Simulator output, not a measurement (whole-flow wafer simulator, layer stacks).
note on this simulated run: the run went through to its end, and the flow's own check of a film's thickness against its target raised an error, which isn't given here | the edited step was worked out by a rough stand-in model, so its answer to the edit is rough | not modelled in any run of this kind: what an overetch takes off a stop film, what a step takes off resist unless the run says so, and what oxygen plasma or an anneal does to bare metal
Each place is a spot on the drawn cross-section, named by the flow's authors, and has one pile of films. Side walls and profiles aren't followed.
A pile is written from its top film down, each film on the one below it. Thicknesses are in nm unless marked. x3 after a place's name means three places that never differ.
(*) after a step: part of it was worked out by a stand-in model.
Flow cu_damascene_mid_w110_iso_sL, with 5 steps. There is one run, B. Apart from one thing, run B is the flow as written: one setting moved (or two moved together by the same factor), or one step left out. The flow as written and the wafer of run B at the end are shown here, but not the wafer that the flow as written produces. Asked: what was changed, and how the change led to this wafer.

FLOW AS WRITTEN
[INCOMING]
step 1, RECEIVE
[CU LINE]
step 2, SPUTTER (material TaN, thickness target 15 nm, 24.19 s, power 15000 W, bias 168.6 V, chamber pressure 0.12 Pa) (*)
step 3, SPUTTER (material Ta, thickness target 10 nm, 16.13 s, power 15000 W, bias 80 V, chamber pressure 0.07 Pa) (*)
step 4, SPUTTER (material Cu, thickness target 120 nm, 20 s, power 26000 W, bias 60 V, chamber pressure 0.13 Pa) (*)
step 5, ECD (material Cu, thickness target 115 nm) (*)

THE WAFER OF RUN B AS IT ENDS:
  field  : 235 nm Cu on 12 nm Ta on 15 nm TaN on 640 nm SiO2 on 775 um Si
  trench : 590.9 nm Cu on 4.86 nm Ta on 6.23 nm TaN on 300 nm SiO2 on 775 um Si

The reason: step 3, SPUTTER: 19.36 s was run, whereas the flow has 16.13 s.

How this came from the change, step by step:
  step 3, SPUTTER (material Ta, thickness target 10 nm, 16.13 s, power 15000 W, bias 80 V, chamber pressure 0.07 Pa) (*)
      field: +12 Ta (new film) (it would be, as written: +10 Ta (new film))
      trench: +4.86 Ta (new film) (it would be, as written: +4.05 Ta (new film))
